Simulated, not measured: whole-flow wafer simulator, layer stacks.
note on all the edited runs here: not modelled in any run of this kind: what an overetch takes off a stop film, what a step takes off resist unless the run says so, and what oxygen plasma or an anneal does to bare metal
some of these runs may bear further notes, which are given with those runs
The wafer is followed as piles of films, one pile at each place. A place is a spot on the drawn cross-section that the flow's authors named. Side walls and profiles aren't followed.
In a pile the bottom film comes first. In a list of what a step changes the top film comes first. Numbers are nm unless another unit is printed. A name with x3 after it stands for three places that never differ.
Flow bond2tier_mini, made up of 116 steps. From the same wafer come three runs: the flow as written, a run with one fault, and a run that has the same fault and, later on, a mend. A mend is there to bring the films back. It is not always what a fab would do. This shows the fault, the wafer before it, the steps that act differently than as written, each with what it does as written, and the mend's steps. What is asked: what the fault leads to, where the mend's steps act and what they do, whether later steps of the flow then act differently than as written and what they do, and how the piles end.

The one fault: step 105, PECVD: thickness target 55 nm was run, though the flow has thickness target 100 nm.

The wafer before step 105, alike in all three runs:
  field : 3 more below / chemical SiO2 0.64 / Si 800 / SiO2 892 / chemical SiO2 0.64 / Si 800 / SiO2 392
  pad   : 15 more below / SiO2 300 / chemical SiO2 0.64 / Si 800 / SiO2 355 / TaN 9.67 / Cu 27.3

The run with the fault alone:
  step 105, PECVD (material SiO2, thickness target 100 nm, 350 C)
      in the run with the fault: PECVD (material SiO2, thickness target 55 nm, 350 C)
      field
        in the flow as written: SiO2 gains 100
        in the run with the fault: SiO2 gains 55
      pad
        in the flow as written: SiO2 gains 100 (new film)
        in the run with the fault: SiO2 gains 55 (new film)
  Steps later in the flow that act otherwise than as written (2 more steps, not shown, differ only slightly: by at most 2% or 0.5 nm, whichever is larger):
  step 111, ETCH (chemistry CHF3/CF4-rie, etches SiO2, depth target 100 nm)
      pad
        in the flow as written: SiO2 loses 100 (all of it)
        in the run with the fault: SiO2 loses 55 (all of it), Cu loses 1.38
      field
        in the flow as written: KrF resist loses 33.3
        in the run with the fault: KrF resist loses 27.5
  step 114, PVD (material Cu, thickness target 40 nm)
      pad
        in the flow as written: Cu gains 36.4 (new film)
        in the run with the fault: Cu gains 38 (new film)
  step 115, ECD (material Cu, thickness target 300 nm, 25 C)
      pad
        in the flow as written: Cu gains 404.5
        in the run with the fault: Cu gains 358.9
  At field, pad, the piles at the end differ from the flow's by more than 2% or 0.5 nm, whichever is larger.
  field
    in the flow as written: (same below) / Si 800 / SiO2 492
    in the run with the fault: (same below) / Si 800 / SiO2 447
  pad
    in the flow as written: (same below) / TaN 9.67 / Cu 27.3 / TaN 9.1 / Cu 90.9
    in the run with the fault: (same below) / TaN 9.67 / Cu 26 / TaN 9.54 / Cu 46.8

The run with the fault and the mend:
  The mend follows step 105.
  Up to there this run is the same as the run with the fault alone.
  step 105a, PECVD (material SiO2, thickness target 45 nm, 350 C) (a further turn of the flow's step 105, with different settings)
      field, pad
        SiO2 gains 45
  Every later step of the flow that is run acts as written at every place that is followed.
  By the end, the piles equal the flow's at every place that both follow.
